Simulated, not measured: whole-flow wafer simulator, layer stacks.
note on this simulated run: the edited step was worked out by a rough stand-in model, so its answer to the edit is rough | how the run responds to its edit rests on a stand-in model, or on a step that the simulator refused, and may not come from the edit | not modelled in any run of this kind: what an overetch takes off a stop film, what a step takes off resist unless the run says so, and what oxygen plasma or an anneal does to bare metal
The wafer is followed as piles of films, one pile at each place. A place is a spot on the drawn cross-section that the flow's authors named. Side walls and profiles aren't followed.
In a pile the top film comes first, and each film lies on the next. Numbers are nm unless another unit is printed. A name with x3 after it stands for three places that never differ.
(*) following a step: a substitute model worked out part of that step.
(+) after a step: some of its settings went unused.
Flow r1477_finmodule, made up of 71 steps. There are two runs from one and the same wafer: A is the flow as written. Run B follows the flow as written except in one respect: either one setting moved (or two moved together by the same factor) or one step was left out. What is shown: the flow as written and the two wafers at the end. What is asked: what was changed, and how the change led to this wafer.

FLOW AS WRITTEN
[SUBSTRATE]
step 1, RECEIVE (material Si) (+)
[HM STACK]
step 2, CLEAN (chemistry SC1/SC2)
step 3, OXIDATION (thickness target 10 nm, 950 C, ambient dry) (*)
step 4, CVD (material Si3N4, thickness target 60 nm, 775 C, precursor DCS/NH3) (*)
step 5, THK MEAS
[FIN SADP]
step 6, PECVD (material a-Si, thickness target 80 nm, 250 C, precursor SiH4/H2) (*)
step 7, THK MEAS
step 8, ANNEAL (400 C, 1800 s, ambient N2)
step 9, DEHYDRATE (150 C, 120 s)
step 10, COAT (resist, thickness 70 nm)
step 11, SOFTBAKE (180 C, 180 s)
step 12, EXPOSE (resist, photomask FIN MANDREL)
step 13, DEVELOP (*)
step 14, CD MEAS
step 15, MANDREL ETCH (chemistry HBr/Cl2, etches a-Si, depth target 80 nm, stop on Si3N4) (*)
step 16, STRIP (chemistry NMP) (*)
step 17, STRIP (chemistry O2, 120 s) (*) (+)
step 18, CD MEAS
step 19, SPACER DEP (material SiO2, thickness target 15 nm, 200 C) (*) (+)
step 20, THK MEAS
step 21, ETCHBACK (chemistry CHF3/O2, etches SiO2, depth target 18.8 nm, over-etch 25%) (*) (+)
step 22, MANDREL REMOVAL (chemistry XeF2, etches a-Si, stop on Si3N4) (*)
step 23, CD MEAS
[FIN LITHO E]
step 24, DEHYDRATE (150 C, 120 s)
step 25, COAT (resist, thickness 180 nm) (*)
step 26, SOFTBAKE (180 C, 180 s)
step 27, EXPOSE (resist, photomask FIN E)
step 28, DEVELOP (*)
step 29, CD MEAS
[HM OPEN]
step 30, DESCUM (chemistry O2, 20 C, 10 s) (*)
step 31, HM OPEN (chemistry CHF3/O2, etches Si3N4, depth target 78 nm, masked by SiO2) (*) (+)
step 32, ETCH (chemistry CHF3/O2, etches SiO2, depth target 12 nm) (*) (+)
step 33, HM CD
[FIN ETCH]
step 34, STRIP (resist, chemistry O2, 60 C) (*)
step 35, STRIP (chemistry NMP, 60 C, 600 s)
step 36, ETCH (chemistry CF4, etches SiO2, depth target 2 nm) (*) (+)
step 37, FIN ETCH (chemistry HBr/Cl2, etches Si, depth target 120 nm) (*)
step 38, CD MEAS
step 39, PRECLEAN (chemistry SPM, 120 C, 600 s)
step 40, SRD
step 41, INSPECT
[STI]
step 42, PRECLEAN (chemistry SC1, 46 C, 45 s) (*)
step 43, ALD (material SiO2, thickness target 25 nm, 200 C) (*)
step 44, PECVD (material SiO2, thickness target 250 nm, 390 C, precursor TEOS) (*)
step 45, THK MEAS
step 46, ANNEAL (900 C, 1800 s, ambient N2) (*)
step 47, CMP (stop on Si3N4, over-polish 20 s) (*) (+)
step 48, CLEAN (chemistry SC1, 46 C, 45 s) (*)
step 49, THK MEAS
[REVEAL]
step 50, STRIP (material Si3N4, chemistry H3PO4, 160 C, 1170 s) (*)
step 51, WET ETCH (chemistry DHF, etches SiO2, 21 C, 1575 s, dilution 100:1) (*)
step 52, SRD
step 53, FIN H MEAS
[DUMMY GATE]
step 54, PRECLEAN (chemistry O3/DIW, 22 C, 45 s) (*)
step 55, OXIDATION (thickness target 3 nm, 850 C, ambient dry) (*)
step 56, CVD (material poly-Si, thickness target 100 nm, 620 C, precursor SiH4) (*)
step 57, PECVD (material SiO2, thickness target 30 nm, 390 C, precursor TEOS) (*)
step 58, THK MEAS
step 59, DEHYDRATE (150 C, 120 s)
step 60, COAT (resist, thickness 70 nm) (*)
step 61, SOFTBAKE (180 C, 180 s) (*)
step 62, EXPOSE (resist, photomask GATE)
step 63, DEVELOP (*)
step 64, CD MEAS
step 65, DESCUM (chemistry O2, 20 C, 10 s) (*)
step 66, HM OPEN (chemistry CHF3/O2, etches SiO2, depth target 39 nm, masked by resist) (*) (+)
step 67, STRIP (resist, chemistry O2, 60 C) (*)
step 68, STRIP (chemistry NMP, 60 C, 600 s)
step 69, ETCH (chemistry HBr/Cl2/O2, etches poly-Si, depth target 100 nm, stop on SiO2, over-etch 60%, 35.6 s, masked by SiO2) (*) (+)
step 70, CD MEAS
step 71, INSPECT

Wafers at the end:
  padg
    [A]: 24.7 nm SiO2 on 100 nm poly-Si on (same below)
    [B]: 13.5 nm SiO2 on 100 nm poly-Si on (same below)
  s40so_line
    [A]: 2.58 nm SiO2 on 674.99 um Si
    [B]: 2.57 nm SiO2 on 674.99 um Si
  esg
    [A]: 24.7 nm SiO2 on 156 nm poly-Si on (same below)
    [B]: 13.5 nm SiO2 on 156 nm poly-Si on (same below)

The reason: step 57, PECVD: thickness target 18.8 nm was run, while the flow as written has thickness target 30 nm.

Step by step, how the change led to this:
  step 57, PECVD (material SiO2, thickness target 30 nm, 390 C, precursor TEOS) (*)
      pad, padg, elg and 33 more: A +30 SiO2 (new film) | B +18.8 SiO2 (new film)
  step 66, HM OPEN (chemistry CHF3/O2, etches SiO2, depth target 39 nm, masked by resist) (*) (+)
      pad, elo, eso and 15 more: A -30 SiO2 (all of it), -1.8 poly-Si | B -18.8 SiO2 (all of it), -1.88 poly-Si
      padg, elg, esg and 15 more: A -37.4 resist | B -27 resist
  step 67, STRIP (resist, chemistry O2, 60 C) (*)
      padg, elg, esg: A -15.9 resist (all of it) | B -26.2 resist (all of it)
      e40lg, e100lg, e200lg: A -12.8 resist (all of it) | B -23.1 resist (all of it)
      (and at 12 other places as well)
